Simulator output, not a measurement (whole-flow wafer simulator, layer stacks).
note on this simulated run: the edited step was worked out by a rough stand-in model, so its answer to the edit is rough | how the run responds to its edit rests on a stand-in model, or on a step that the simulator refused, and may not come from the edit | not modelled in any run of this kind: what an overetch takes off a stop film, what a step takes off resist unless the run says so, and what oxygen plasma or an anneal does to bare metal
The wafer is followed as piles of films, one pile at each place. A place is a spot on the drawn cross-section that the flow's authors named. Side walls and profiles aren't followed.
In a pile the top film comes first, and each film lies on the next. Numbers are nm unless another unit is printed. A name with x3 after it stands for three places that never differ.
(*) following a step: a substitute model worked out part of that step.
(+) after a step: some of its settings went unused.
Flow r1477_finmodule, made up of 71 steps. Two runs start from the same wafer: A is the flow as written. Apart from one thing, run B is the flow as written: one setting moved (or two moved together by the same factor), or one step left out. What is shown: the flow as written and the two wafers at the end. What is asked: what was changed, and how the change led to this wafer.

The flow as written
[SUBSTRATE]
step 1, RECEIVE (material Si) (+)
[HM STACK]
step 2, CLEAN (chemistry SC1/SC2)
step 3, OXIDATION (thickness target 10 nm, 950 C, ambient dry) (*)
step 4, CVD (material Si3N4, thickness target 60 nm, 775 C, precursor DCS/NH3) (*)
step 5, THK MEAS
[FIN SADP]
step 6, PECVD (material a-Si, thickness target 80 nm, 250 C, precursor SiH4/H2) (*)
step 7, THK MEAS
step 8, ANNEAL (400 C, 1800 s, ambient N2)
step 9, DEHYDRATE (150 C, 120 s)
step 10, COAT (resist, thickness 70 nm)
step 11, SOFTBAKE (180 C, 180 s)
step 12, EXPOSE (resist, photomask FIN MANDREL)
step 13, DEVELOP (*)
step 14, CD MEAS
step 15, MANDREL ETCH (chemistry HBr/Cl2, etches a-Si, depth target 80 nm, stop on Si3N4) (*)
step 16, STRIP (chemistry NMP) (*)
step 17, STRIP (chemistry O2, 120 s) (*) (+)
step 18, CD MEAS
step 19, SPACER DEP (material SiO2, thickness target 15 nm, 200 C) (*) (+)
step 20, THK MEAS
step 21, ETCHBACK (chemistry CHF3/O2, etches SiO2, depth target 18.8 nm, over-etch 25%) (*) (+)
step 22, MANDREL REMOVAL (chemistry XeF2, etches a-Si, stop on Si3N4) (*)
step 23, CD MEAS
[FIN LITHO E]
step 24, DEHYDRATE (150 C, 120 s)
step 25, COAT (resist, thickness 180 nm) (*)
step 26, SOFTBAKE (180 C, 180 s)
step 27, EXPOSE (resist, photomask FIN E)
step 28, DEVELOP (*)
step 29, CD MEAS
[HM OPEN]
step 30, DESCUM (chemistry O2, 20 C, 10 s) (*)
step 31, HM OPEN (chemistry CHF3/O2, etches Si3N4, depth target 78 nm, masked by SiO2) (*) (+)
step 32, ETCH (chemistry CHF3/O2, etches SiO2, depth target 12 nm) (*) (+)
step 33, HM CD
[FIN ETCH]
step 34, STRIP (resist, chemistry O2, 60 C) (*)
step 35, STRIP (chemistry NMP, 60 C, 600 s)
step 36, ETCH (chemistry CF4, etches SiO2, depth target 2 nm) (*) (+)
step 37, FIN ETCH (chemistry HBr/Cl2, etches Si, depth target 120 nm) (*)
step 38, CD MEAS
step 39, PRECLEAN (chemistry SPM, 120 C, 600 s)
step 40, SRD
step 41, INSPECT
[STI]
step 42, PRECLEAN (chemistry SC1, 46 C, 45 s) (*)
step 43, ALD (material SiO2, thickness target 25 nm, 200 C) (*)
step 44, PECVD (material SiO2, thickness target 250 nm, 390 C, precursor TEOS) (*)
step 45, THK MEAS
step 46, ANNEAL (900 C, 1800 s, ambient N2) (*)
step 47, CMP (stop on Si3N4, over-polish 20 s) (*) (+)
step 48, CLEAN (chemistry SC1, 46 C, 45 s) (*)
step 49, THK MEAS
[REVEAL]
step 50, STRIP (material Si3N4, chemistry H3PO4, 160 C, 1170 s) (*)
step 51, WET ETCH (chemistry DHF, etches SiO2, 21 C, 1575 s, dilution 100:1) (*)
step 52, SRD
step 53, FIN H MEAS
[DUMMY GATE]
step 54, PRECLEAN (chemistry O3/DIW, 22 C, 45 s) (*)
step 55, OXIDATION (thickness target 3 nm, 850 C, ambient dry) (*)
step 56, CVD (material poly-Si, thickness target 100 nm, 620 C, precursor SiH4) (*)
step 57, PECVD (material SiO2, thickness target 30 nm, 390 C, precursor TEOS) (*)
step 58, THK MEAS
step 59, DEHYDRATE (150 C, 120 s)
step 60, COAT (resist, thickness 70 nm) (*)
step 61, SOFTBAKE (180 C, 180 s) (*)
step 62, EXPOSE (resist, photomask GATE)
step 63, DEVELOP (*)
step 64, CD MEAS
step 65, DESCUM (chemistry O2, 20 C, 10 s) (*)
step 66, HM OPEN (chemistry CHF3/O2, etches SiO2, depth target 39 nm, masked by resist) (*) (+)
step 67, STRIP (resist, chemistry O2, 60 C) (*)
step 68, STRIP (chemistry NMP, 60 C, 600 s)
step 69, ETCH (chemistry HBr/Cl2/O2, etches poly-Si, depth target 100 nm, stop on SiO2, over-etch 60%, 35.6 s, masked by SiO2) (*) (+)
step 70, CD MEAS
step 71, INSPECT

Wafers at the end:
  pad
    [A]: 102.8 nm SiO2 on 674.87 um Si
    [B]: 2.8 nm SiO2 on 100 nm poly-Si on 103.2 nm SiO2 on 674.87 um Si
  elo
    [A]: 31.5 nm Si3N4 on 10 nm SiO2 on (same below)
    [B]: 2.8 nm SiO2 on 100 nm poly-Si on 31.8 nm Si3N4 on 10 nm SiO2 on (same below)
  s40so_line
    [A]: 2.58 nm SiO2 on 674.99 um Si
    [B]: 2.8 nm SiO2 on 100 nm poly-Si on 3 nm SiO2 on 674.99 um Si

Cause: step 57, PECVD: thickness target 47.1 nm was run, while the flow as written has thickness target 30 nm.

The path from the change to this, step by step:
  step 57, PECVD (material SiO2, thickness target 30 nm, 390 C, precursor TEOS) (*)
      pad, padg, elg and 33 more: A +30 SiO2 (new film) | B +47.1 SiO2 (new film)
  step 66, HM OPEN (chemistry CHF3/O2, etches SiO2, depth target 39 nm, masked by resist) (*) (+)
      pad, elo, eso and 15 more: A -30 SiO2 (all of it), -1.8 poly-Si | B -39 SiO2
  step 67, STRIP (resist, chemistry O2, 60 C) (*)
      pad, elo, eso and 15 more: A +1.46 chemical SiO2 (new film), -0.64 poly-Si | B nothing
  step 69, ETCH (chemistry HBr/Cl2/O2, etches poly-Si, depth target 100 nm, stop on SiO2, over-etch 60%, 35.6 s, masked by SiO2) (*) (+)
      pad, eso, e40so and 8 more: A -1.46 chemical SiO2 (all of it), -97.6 poly-Si (all of it), -0.42 SiO2 | B -5.3 SiO2
      elo, e40lo, e100lo, e200lo: A -1.46 chemical SiO2 (all of it), -97.6 poly-Si (all of it), -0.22 Si3N4 | B -5.3 SiO2
      (also at 3 further places)
